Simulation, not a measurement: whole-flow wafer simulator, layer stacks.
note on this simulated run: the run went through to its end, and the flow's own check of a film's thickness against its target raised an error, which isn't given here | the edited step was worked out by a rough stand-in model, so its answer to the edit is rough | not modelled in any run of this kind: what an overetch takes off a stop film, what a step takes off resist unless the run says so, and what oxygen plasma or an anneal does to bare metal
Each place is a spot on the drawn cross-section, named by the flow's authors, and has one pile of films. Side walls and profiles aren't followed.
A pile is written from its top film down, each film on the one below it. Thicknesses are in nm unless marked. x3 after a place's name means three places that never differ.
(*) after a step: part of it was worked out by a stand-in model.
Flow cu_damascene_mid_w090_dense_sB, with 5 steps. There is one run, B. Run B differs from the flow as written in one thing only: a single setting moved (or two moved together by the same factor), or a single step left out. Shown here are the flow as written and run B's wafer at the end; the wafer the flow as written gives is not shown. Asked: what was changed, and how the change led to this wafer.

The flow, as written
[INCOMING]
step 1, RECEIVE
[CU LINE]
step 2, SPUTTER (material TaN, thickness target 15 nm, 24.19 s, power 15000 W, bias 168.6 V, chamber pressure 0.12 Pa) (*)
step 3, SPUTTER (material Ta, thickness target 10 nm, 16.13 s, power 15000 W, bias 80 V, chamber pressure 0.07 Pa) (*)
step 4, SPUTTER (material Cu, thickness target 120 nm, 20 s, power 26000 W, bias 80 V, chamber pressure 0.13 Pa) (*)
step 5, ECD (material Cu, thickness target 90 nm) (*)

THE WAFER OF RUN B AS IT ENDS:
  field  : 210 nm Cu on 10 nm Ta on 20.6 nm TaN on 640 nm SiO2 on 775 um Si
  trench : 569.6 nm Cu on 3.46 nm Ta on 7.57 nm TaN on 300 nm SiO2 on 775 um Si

The reason: step 2, SPUTTER: thickness target 20.6 nm was run, while the flow as written has thickness target 15 nm; step 2, SPUTTER: 33.26 s was run, where the flow has 24.19 s.
One can read it off the wafer: field has TaN 20.6, and step 2 as written asks for 15 nm.

Step by step, how the change led to this:
  step 2, SPUTTER (material TaN, thickness target 15 nm, 24.19 s, power 15000 W, bias 168.6 V, chamber pressure 0.12 Pa) (*)
      field: TaN gains 20.6 (new film) (in the flow as written it would be: TaN gains 15 (new film))
      trench: TaN gains 7.57 (new film) (in the flow as written it would be: TaN gains 5.51 (new film))
  step 4, SPUTTER (material Cu, thickness target 120 nm, 20 s, power 26000 W, bias 80 V, chamber pressure 0.13 Pa) (*)
      trench: Cu gains 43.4 (new film) (in the flow as written it would be: Cu gains 44.3 (new film))
